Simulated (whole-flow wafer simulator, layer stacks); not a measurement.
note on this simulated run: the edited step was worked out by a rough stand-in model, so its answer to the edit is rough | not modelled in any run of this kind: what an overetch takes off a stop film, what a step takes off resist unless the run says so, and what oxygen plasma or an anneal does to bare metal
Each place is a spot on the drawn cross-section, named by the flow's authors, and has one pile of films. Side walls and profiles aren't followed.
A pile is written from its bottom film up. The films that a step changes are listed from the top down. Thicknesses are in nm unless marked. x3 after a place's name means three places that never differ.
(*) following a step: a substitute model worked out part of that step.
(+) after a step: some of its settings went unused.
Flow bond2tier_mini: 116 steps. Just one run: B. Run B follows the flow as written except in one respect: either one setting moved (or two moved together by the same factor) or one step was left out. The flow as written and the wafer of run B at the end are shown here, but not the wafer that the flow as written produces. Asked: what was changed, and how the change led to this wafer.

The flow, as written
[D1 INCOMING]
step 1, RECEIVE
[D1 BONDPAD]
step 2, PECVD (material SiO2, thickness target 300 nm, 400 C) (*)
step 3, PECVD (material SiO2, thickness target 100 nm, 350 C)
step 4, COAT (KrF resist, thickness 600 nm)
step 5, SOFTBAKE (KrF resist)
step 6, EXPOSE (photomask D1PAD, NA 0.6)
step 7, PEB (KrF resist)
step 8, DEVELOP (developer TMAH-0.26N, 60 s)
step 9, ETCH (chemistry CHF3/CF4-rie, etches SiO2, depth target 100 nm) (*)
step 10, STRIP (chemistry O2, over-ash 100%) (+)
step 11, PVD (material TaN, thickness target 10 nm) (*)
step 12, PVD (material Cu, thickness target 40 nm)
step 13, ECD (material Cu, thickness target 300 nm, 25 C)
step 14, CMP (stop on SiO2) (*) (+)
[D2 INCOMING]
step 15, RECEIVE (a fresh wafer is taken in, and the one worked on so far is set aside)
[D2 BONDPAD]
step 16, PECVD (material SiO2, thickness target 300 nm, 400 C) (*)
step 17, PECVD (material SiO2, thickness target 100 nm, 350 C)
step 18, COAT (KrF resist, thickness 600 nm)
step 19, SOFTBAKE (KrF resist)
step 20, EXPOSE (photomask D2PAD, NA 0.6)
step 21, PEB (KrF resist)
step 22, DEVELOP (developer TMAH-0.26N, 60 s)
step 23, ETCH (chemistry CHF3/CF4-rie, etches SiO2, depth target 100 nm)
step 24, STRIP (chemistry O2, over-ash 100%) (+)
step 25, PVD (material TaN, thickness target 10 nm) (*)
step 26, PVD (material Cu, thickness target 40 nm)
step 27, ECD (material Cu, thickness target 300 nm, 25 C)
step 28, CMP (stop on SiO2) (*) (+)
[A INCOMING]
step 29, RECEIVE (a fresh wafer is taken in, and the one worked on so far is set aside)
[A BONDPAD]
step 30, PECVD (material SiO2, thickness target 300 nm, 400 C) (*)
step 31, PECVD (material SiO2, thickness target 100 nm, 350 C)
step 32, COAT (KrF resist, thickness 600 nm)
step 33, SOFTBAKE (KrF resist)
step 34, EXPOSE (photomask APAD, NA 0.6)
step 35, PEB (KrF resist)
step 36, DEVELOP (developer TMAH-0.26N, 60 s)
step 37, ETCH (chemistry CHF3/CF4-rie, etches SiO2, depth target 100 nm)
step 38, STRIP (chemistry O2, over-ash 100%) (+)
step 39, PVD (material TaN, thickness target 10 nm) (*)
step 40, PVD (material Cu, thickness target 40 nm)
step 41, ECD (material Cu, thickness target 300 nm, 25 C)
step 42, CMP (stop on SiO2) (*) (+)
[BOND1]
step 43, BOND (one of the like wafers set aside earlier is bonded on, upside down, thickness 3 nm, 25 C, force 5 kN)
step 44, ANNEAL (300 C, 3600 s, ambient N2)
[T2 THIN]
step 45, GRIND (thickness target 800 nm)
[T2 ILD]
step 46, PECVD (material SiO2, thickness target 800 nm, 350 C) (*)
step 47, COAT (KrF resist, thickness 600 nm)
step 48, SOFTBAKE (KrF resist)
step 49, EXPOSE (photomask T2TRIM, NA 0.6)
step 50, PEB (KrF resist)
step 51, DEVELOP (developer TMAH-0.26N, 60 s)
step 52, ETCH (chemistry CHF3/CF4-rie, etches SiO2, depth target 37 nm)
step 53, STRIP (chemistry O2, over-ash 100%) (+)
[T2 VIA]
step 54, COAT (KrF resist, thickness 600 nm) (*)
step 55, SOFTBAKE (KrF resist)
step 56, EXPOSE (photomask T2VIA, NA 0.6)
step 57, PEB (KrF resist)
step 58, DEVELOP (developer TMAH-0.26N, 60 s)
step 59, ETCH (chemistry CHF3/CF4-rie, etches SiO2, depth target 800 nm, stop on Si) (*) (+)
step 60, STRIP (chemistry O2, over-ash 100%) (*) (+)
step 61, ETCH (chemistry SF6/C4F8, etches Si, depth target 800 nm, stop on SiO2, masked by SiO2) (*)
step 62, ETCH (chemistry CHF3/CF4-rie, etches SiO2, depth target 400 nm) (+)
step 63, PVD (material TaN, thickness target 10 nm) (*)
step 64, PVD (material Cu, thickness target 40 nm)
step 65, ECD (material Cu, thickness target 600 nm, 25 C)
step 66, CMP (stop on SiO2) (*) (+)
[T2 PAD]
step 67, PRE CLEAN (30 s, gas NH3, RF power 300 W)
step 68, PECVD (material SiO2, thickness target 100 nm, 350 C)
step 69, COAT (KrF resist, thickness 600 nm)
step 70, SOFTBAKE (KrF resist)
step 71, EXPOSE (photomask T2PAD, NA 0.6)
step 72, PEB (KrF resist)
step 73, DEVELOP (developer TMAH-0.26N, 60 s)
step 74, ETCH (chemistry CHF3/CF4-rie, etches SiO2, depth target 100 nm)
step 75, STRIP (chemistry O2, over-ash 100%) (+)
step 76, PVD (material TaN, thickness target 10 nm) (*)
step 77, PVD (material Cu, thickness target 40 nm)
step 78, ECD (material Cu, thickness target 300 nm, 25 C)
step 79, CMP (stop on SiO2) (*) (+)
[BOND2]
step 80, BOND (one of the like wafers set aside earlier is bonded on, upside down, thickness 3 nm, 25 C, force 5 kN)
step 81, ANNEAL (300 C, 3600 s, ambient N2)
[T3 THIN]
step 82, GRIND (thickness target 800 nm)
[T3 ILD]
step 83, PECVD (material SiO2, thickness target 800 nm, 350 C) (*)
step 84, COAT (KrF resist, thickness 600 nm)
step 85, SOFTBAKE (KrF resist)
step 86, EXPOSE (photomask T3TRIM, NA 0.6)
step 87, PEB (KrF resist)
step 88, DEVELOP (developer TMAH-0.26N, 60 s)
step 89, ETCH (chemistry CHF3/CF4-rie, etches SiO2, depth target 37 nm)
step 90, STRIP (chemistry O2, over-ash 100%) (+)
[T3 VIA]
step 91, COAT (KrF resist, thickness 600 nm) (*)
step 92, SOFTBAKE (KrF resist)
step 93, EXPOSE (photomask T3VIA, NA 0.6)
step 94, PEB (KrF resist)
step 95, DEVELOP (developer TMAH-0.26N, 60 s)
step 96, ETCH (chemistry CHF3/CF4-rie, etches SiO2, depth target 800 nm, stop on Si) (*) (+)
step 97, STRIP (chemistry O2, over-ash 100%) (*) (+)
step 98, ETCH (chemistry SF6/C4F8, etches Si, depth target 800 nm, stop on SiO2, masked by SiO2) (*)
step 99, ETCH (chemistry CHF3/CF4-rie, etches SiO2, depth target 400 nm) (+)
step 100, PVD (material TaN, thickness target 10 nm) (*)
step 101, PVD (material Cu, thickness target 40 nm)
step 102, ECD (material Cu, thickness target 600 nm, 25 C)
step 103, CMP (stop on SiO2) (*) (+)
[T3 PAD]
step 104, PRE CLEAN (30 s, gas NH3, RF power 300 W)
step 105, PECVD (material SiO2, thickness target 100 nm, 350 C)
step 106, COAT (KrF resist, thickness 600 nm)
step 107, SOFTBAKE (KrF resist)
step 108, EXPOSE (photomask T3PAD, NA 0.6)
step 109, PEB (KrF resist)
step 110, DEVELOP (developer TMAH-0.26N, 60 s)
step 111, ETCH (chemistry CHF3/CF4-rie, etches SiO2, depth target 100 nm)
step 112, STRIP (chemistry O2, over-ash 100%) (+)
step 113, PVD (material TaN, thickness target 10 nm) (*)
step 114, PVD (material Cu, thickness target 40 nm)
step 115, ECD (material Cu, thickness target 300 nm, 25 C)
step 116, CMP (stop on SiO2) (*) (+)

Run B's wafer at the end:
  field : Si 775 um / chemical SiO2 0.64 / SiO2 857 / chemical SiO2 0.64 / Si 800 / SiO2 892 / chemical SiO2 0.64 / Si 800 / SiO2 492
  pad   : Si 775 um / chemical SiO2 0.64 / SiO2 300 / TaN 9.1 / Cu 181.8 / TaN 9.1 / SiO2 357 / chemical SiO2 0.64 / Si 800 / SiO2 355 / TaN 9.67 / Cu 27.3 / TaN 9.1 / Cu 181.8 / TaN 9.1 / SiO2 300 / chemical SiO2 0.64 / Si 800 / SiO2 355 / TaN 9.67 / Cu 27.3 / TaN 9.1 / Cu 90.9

What caused this: step 2, PECVD: thickness target 357 nm was run, whereas the flow has thickness target 300 nm.
One can read it off the wafer: pad has SiO2 357, and step 2 as written asks for 300 nm.

Step by step, how the change led to this:
  step 2, PECVD (material SiO2, thickness target 300 nm, 400 C) (*)
      field, pad, via: SiO2 gains 357 (new film) (as written it would have been: SiO2 gains 300 (new film))
  step 43, BOND (one of the like wafers set aside earlier is bonded on, upside down, thickness 3 nm, 25 C, force 5 kN)
      field: Si gains 775 um (new film), chemical SiO2 gains 0.64 (new film), SiO2 gains 457 (as written it would have been: Si gains 775 um (new film), chemical SiO2 gains 0.64 (new film), SiO2 gains 400)
      pad: Si gains 775 um (new film), chemical SiO2 gains 0.64 (new film), SiO2 gains 357 (new film), TaN gains 9.1 (new film), Cu gains 90.9 (as written it would have been: Si gains 775 um (new film), chemical SiO2 gains 0.64 (new film), SiO2 gains 300 (new film), TaN gains 9.1 (new film), Cu gains 90.9)
      (as well as at 1 more place)
